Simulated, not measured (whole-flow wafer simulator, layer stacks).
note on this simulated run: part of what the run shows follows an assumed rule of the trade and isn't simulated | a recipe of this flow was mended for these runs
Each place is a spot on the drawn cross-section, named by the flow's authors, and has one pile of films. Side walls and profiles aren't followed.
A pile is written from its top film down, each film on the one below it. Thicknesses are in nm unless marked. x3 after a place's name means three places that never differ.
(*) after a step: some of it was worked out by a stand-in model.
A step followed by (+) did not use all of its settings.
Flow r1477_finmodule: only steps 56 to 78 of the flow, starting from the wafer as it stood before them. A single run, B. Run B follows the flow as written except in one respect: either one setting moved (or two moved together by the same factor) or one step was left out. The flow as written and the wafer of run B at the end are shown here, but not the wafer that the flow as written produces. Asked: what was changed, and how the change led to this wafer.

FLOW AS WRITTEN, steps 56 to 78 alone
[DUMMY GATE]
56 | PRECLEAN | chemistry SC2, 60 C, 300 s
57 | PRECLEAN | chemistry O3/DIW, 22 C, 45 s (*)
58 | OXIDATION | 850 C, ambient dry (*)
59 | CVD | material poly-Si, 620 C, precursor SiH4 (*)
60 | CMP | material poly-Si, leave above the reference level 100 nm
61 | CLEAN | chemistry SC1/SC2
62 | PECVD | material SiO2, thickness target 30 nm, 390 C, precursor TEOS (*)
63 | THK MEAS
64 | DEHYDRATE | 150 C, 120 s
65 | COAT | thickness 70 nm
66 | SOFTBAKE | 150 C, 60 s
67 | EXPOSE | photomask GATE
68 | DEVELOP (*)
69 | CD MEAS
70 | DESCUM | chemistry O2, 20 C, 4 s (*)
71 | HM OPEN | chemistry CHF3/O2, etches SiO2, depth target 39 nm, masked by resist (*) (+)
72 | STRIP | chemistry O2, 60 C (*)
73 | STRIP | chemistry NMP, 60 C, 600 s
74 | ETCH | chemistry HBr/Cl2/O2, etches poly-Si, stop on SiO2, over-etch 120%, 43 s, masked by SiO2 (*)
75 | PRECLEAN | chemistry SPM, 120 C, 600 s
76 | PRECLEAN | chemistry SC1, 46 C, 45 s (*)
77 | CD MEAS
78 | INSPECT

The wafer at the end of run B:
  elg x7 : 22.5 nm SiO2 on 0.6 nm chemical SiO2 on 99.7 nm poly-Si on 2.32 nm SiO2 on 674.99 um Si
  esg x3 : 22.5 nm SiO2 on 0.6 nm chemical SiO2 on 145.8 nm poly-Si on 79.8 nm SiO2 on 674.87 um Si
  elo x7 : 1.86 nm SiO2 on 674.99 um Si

Cause: step 58, OXIDATION: 831 C was run, while the flow as written has 850 C.

How this came from the change, step by step:
  58 | OXIDATION | 850 C, ambient dry (*)
      elg x7, elo x7: +2.32 SiO2 (new film), -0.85 chemical SiO2 (all of it), -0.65 Si (as written it would have been: +3 SiO2 (new film), -0.85 chemical SiO2 (all of it), -0.95 Si)
